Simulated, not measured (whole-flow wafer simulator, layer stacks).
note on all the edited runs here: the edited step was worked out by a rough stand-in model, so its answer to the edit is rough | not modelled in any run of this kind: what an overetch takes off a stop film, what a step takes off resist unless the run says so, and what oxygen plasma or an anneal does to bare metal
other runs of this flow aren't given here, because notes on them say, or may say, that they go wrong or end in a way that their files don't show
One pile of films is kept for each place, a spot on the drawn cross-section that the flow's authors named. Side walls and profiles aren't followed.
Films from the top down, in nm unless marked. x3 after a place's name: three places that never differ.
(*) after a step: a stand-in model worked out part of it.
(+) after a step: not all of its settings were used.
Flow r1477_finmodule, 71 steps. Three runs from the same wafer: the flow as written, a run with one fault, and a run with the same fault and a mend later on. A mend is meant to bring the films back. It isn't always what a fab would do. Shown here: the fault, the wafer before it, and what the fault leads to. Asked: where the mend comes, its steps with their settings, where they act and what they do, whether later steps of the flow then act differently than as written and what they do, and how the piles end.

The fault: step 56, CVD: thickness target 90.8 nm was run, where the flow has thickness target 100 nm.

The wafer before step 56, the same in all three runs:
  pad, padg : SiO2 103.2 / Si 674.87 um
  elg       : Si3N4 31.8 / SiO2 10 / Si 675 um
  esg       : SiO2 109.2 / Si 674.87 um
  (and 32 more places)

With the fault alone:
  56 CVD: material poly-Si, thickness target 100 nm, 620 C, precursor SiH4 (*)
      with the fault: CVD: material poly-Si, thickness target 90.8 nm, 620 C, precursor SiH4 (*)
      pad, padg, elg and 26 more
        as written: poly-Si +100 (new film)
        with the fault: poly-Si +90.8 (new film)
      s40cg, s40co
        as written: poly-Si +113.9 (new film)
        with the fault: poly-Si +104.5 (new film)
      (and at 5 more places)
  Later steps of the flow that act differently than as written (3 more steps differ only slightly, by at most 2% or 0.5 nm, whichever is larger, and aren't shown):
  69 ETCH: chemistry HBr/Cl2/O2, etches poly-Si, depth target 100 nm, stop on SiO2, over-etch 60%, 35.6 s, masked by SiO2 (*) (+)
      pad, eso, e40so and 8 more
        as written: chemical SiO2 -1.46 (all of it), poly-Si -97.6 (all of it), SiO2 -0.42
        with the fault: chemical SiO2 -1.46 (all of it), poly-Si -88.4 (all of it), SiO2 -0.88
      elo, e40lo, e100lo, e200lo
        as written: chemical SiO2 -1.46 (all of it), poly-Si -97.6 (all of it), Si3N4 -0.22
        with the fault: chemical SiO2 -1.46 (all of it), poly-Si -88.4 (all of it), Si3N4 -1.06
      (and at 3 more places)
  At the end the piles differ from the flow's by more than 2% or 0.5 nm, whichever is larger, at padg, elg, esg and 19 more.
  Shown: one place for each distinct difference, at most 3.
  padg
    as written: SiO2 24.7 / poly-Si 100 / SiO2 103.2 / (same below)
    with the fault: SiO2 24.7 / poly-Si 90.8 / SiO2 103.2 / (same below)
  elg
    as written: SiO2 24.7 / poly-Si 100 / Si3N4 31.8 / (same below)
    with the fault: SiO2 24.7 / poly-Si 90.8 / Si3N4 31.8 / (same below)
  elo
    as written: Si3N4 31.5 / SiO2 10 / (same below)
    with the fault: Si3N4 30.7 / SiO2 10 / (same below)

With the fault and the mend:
  The mend comes after step 56.
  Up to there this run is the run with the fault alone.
  56a ETCH: chemistry tmah, depth target 163.6 nm
      pad, padg, elg and 26 more
        poly-Si -90.8 (all of it)
      s40cg, s40co
        poly-Si -104.5 (all of it)
      s45cg, s45co
        poly-Si -103.9 (all of it)
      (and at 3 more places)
  56b CLEAN: chemistry SC1, 46 C, 45 s (*) (the flow's step 48 once more)
      s40sg_line, s45sg_line, s50sg_line, s40so_line, s45so_line, s50so_line
        SiO2 -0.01
  56c CVD: material poly-Si, thickness target 100 nm, 620 C, precursor SiH4 (*) (the flow's step 56 once more)
      pad, padg, elg and 26 more
        poly-Si +100 (new film)
      s40cg, s40co
        poly-Si +113.9 (new film)
      s45cg, s45co
        poly-Si +113.4 (new film)
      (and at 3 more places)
  No later step of the flow acts differently than as written, at any place that is followed, by more than 2% or 0.5 nm, whichever is larger.
  At the end the piles differ from the flow's only slightly at the places that both follow, by at most 2% or 0.5 nm, whichever is larger.
